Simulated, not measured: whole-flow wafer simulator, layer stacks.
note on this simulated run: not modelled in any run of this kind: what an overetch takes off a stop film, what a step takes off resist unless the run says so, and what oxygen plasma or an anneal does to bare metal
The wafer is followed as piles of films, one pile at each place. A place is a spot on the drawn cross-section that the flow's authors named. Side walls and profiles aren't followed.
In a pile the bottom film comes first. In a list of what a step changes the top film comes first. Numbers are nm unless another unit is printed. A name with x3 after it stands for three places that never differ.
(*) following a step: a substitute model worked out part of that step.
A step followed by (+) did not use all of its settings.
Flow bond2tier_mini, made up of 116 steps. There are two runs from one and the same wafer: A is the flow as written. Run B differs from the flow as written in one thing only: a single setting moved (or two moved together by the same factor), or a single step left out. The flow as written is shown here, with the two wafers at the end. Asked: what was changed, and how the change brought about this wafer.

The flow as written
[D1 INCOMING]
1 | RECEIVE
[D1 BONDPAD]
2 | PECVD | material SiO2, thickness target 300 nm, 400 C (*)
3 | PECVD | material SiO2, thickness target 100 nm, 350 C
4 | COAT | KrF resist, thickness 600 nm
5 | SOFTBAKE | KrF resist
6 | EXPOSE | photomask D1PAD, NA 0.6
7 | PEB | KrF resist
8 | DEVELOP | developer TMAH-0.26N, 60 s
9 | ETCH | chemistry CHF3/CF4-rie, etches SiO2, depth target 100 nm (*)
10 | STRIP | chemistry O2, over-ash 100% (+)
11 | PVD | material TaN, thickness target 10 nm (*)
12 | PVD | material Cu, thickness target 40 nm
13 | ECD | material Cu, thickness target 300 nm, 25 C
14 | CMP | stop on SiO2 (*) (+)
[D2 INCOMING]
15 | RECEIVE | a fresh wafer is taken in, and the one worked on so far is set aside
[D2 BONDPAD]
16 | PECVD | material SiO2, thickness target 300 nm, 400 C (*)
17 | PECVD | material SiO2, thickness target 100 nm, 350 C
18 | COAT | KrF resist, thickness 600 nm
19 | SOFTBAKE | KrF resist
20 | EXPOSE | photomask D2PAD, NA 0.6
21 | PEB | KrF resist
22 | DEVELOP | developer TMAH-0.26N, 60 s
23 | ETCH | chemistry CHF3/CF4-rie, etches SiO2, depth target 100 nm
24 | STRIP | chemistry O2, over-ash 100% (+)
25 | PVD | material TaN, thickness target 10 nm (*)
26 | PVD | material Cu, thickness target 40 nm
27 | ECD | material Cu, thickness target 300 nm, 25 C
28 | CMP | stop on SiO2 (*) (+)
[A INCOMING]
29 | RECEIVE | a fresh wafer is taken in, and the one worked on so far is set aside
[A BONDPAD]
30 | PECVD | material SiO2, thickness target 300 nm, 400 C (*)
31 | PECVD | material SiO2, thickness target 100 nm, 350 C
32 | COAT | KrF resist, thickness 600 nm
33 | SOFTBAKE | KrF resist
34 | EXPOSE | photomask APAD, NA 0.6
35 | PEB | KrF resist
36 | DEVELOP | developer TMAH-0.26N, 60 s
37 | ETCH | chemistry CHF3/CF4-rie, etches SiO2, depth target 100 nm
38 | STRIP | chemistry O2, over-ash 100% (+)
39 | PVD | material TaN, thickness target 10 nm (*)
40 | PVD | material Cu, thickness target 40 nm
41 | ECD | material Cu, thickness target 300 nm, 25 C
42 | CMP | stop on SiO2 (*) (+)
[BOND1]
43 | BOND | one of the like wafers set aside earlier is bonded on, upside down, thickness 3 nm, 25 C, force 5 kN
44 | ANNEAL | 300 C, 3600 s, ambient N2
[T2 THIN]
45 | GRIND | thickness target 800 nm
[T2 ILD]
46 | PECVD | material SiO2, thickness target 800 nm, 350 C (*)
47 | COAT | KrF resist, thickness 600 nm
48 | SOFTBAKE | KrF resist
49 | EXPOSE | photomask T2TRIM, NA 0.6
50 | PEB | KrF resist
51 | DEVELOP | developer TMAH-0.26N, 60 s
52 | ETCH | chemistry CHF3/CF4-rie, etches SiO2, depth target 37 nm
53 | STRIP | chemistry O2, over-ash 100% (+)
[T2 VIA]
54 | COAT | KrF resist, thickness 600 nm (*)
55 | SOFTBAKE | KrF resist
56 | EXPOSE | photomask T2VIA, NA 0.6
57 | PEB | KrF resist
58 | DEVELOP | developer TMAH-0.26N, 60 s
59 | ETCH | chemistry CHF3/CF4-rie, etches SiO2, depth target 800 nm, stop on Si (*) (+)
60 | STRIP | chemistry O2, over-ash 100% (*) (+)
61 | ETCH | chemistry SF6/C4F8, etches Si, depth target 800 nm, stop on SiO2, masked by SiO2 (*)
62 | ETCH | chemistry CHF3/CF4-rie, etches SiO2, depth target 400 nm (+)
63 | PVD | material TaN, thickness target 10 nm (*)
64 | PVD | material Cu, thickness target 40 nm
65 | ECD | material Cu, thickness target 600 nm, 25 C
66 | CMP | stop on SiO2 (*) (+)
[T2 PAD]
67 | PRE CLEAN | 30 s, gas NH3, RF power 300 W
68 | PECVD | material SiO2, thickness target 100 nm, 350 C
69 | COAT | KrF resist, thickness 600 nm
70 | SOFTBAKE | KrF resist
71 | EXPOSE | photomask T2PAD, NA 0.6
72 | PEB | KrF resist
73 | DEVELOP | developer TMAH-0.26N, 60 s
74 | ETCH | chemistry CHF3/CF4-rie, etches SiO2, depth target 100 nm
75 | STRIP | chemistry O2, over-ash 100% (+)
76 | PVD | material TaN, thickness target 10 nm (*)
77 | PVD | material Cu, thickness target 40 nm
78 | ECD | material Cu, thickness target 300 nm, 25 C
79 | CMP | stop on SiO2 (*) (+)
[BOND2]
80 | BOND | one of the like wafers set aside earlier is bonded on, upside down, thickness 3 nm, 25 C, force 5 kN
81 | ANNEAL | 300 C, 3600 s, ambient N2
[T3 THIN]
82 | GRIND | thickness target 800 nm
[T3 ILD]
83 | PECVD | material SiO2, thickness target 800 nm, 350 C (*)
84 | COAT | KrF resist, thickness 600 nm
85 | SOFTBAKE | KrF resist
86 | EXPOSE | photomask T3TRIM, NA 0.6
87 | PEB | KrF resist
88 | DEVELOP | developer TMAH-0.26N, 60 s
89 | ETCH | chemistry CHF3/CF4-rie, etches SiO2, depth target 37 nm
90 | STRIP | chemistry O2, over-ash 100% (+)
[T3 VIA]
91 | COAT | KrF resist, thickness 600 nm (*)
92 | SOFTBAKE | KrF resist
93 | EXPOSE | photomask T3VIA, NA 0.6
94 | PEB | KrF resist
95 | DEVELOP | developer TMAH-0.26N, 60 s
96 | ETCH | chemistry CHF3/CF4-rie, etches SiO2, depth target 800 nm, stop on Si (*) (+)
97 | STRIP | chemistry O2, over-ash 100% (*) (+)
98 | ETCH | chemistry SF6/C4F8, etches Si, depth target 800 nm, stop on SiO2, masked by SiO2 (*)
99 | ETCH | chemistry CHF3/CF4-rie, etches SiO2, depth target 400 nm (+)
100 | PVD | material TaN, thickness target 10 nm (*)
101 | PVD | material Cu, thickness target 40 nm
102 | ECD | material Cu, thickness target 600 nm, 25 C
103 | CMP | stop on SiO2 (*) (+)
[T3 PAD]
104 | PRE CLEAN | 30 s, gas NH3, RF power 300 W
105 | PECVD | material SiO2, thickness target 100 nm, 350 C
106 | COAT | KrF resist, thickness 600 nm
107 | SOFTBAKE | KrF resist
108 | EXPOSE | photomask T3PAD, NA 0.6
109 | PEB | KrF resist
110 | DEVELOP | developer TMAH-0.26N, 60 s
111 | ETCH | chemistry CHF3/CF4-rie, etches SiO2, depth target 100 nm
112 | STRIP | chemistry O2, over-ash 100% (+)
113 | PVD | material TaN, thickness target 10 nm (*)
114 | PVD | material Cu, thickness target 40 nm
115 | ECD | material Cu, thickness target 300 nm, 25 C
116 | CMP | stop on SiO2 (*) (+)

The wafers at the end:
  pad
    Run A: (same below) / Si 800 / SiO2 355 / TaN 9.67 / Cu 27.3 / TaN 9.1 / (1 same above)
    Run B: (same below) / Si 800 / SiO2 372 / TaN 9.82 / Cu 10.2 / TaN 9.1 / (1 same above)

The reason: step 89, ETCH: depth target 20 nm was run, though the flow has depth target 37 nm.

How this came from the change, step by step:
  89 | ETCH | chemistry CHF3/CF4-rie, etches SiO2, depth target 37 nm
      field: A -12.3 KrF resist | B -6.67 KrF resist
      pad: A -37 SiO2 | B -20 SiO2
  97 | STRIP | chemistry O2, over-ash 100% (*) (+)
      field: A -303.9 KrF resist (all of it) | B -311.1 KrF resist (all of it)
      pad: A -336 KrF resist (all of it) | B -328.4 KrF resist (all of it)
  102 | ECD | material Cu, thickness target 600 nm, 25 C
      pad: A +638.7 Cu | B +620.9 Cu
